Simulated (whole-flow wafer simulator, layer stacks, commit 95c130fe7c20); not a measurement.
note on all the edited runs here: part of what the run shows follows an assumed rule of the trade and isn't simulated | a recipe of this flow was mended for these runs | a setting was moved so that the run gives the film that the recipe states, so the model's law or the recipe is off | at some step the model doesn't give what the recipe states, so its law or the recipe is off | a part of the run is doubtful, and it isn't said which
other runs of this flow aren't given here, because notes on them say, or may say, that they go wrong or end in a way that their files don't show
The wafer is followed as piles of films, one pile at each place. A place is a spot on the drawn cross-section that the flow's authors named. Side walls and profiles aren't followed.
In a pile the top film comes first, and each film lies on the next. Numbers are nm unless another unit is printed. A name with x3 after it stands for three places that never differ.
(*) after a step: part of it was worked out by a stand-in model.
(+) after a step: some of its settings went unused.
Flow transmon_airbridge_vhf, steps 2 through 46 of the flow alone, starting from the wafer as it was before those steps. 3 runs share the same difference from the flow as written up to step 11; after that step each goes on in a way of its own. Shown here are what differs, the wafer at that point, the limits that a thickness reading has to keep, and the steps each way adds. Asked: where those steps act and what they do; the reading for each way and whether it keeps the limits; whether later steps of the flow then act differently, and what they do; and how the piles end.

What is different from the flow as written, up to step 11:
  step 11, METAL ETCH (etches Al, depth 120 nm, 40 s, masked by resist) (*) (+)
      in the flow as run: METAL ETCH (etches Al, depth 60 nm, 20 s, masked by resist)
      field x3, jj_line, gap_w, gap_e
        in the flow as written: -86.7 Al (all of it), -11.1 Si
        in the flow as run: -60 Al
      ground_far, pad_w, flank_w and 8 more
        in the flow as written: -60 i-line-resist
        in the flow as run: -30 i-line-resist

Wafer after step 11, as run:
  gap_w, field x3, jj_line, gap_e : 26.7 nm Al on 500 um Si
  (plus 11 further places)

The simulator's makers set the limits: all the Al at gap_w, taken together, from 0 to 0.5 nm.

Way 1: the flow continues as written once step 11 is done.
  The reading taken after step 11 is 26.7 nm, which is outside the limits.
  Steps further on in the flow that do not act as written (not shown: 14 more steps that differ only slightly, by at most 2% or 0.5 nm, whichever is larger):
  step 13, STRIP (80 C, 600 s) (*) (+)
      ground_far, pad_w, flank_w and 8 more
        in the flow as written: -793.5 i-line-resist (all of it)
        going this way: -823.5 i-line-resist (all of it)
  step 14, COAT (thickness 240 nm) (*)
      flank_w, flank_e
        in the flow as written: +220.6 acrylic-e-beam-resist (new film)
        going this way: +226.6 acrylic-e-beam-resist (new film)
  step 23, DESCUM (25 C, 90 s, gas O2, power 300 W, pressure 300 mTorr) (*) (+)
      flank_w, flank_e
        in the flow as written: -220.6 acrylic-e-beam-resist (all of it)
        going this way: -226.6 acrylic-e-beam-resist (all of it)
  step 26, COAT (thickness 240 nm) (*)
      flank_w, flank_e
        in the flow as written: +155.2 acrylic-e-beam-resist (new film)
        going this way: +160 acrylic-e-beam-resist (new film)
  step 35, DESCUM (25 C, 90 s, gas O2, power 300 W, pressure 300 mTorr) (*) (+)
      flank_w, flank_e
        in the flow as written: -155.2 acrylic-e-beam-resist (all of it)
        going this way: -160 acrylic-e-beam-resist (all of it)
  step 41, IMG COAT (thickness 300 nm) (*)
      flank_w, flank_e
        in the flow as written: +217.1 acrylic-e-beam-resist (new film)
        going this way: +222.3 acrylic-e-beam-resist (new film)
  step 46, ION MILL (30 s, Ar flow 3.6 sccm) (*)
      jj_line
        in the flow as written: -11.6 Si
        going this way: -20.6 Al
  By the end, the piles at field x3, jj_line, flank_w, gap_w, gap_e, flank_e depart from the flow's by more than 2% or 0.5 nm, whichever is larger.
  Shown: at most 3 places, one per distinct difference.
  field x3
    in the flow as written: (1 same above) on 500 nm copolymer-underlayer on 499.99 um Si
    going this way: (1 same above) on 500 nm copolymer-underlayer on 26.7 nm Al on 500 um Si
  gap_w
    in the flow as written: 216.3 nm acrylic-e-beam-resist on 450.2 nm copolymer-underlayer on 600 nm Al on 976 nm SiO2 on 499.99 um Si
    going this way: 212.9 nm acrylic-e-beam-resist on 443.8 nm copolymer-underlayer on 600 nm Al on 976 nm SiO2 on 26.7 nm Al on 500 um Si
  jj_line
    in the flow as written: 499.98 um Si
    going this way: 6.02 nm Al on 500 um Si

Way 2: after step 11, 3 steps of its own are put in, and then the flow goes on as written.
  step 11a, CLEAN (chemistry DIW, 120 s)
      does not change any film at any place that is followed
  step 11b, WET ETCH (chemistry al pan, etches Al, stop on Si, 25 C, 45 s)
      field x3, jj_line, gap_w, gap_e
        -26.7 Al (all of it)
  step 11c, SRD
      does not change any film at any place that is followed
  The reading taken after step 11c is 0 nm, which is within the limits.
  Steps further on in the flow that do not act as written (not shown: 19 more steps that differ only slightly, by at most 2% or 0.5 nm, whichever is larger):
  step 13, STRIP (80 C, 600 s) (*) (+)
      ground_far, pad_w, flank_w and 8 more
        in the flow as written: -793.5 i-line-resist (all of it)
        going this way: -823.5 i-line-resist (all of it)
  At the end the piles are close to the flow's at the places that both follow, differing by at most 2% or 0.5 nm, whichever is larger.

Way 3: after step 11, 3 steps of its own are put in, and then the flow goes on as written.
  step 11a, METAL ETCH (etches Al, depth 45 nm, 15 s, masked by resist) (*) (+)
      ground_far, pad_w, flank_w and 8 more
        -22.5 i-line-resist
      field x3, jj_line, gap_w, gap_e
        -26.7 Al (all of it), -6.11 Si
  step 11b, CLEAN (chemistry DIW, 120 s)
      does not change any film at any place that is followed
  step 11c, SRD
      does not change any film at any place that is followed
  The reading taken after step 11c is 0 nm, which is within the limits.
  Every later step of the flow that is run acts as written, at every place that is followed, to within 2% or 0.5 nm, whichever is larger.
  At the end the piles are close to the flow's at the places that both follow, differing by at most 2% or 0.5 nm, whichever is larger.

Inside the limits: way 2, way 3. Outside the limits: way 1.
